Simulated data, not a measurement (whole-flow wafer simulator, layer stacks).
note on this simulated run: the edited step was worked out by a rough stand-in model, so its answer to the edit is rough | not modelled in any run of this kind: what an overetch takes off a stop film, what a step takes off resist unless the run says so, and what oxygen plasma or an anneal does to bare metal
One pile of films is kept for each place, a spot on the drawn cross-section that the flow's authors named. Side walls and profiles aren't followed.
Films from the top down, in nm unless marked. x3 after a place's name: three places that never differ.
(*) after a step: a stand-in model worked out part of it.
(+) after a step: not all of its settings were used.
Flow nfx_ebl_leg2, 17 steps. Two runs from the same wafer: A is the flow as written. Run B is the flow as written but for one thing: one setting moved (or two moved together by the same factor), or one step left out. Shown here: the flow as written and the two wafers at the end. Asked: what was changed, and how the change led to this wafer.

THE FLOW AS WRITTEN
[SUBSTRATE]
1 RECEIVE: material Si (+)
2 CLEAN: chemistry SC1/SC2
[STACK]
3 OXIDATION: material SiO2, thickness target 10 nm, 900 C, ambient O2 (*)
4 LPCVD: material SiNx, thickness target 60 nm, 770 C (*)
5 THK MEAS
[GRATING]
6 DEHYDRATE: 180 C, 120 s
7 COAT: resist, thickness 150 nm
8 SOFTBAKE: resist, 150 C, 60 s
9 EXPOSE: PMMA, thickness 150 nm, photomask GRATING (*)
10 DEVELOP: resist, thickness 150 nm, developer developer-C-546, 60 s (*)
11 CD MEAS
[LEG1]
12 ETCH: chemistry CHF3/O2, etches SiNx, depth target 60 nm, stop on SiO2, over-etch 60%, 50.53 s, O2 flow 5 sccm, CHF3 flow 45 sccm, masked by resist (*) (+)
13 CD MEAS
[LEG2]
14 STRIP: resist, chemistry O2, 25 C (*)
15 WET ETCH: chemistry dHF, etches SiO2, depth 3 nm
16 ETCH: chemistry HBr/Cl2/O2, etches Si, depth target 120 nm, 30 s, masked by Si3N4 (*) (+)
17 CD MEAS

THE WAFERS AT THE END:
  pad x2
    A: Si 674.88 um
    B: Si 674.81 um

The cause: step 16, ETCH: depth target 186 nm was run, where the flow has depth target 120 nm.

How the change led to this, step by step:
  16 ETCH: chemistry HBr/Cl2/O2, etches Si, depth target 120 nm, 30 s, masked by Si3N4 (*) (+)
      pad x2: A Si -120 | B Si -186
